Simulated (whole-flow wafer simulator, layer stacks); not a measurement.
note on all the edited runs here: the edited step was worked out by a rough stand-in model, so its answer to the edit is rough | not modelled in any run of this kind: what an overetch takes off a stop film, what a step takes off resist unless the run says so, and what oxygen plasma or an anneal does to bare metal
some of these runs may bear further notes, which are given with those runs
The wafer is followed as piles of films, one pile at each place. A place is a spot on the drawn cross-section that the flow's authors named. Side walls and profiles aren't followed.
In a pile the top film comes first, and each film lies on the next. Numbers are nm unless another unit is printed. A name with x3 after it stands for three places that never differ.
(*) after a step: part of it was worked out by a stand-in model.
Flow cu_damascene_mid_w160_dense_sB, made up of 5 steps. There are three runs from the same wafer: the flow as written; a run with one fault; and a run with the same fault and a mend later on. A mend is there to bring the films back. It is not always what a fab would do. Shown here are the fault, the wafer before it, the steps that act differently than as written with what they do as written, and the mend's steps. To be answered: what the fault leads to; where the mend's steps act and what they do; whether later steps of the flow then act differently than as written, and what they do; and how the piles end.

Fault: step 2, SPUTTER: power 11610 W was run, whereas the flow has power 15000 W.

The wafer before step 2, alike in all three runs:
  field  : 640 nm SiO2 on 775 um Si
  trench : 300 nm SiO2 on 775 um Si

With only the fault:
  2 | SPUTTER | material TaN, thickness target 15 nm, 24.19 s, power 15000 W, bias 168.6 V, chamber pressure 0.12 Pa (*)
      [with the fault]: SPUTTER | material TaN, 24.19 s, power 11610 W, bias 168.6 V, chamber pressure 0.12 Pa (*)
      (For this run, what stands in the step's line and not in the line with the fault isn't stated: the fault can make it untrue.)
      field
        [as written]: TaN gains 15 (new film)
        [with the fault]: TaN gains 11.6 (new film)
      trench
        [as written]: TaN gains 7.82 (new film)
        [with the fault]: TaN gains 6.05 (new film)
  Later steps of the flow that are run all act as written at every place that is followed, up to a difference of at most 2% or 0.5 nm, whichever is larger.
  At field, trench, the piles at the end differ from the flow's by more than 2% or 0.5 nm, whichever is larger.
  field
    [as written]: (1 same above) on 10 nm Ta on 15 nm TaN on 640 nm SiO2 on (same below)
    [with the fault]: (1 same above) on 10 nm Ta on 11.6 nm TaN on 640 nm SiO2 on (same below)
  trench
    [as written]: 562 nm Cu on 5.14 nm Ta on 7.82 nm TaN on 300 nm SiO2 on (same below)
    [with the fault]: 560.4 nm Cu on 5.18 nm Ta on 6.05 nm TaN on 300 nm SiO2 on (same below)

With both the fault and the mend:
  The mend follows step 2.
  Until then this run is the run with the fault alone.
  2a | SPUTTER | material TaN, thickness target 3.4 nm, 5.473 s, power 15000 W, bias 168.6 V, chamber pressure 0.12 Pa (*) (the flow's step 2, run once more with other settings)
      field
        TaN gains 3.4
      trench
        TaN gains 1.72
  Later steps of the flow that are run all act as written at every place that is followed, up to a difference of at most 2% or 0.5 nm, whichever is larger.
  When the end is reached, the piles differ only a little from the flow's at the places that both follow, at most by 2% or 0.5 nm, whichever is larger.
